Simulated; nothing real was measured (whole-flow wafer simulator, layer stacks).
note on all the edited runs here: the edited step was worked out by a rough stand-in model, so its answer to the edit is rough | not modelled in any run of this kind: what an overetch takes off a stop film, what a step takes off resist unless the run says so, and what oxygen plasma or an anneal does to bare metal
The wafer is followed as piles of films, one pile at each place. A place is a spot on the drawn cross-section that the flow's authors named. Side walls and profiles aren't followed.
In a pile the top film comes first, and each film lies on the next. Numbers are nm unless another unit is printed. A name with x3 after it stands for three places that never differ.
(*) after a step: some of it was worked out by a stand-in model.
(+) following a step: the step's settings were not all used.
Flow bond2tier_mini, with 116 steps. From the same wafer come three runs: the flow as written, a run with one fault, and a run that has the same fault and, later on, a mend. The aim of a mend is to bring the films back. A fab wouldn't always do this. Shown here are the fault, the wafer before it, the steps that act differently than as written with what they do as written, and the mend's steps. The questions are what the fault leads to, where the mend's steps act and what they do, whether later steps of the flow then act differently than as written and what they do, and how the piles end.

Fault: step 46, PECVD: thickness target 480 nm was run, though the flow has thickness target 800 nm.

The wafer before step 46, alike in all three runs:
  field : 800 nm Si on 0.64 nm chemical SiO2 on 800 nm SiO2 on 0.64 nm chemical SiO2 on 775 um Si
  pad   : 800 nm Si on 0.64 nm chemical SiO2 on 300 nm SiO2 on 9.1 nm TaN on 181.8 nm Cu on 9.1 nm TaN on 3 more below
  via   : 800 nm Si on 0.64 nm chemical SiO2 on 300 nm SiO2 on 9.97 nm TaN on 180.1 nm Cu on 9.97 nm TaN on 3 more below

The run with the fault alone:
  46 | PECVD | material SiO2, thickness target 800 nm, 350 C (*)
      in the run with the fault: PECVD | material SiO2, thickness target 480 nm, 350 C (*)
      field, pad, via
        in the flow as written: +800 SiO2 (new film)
        in the run with the fault: +480 SiO2 (new film)
  Later steps of the flow acting differently than as written:
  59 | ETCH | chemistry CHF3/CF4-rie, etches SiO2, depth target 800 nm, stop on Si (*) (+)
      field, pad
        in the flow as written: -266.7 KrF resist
        in the run with the fault: -221.5 KrF resist
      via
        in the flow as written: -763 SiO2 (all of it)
        in the run with the fault: -443 SiO2 (all of it)
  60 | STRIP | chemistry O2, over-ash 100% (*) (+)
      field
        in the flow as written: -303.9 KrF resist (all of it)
        in the run with the fault: -349.1 KrF resist (all of it)
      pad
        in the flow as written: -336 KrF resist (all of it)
        in the run with the fault: -381.1 KrF resist (all of it)
  By the end, the piles at field, pad depart from the flow's by more than 2% or 0.5 nm, whichever is larger.
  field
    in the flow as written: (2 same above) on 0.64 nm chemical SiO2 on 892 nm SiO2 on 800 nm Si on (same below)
    in the run with the fault: (2 same above) on 0.64 nm chemical SiO2 on 572 nm SiO2 on 800 nm Si on (same below)
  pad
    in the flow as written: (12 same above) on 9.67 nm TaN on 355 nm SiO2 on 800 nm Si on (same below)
    in the run with the fault: (12 same above) on 9.67 nm TaN on 35 nm SiO2 on 800 nm Si on (same below)

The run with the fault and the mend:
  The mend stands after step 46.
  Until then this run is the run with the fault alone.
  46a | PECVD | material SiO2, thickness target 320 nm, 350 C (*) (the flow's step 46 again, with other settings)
      field, pad, via
        +320 SiO2
  Every later step of the flow that is run acts as written at every place that is followed.
  The piles end the same as the flow's at every place that both follow.
